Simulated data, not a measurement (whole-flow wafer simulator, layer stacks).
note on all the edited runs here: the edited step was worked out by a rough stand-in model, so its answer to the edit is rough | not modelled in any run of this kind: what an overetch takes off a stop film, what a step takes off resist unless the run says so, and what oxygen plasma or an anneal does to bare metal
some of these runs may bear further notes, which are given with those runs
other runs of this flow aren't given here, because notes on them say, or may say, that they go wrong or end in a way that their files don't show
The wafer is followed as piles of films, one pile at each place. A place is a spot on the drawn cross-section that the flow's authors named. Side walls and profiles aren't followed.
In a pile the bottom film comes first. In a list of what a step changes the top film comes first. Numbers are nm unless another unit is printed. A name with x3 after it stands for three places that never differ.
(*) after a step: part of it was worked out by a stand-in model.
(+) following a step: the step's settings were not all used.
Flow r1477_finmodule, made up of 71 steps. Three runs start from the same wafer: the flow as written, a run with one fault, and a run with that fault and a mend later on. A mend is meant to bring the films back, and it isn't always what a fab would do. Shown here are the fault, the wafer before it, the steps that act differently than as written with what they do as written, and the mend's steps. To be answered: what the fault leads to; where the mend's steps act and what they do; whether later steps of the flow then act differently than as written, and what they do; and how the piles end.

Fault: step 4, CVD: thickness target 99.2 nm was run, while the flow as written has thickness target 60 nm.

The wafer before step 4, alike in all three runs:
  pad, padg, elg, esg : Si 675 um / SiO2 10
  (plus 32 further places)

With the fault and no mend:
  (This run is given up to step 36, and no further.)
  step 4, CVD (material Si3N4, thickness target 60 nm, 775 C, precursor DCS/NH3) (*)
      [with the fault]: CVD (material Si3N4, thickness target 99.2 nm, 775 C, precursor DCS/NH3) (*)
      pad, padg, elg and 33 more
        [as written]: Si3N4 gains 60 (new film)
        [with the fault]: Si3N4 gains 99.2 (new film)
  Steps later in the flow that act otherwise than as written:
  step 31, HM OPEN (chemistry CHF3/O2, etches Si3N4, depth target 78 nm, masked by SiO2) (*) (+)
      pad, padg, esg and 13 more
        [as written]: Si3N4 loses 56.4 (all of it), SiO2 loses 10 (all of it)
        [with the fault]: Si3N4 loses 78
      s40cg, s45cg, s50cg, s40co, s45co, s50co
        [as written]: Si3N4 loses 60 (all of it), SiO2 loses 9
        [with the fault]: Si3N4 loses 78
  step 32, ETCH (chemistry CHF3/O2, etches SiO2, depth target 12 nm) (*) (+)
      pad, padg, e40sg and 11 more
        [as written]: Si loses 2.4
        [with the fault]: Si3N4 loses 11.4
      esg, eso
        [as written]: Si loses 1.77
        [with the fault]: Si3N4 loses 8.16
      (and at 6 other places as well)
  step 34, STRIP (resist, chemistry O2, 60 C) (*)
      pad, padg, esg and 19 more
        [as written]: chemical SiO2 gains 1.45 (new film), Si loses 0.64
        [with the fault]: nothing
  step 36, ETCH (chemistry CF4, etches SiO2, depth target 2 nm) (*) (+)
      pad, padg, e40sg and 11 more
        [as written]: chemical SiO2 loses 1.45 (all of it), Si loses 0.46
        [with the fault]: Si3N4 loses 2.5
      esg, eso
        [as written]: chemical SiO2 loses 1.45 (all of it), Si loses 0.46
        [with the fault]: Si3N4 loses 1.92
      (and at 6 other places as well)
  The piles after step 36 differ from the flow's at pad, padg, elg and 33 more by more than 2% or 0.5 nm, whichever is larger.
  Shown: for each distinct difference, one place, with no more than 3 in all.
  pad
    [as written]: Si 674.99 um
    [with the fault]: Si 675 um / SiO2 10 / Si3N4 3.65
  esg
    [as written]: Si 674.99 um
    [with the fault]: Si 675 um / SiO2 10 / Si3N4 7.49
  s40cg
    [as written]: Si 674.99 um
    [with the fault]: Si 675 um / SiO2 10 / Si3N4 9.5

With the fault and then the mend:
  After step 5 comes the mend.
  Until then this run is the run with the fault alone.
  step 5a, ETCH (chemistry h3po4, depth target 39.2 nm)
      pad, padg, elg and 33 more
        Si3N4 loses 39.2
  None of the later steps of the flow acts differently than as written at any place that is followed.
  At every place that both follow, the piles at the end match the flow's.
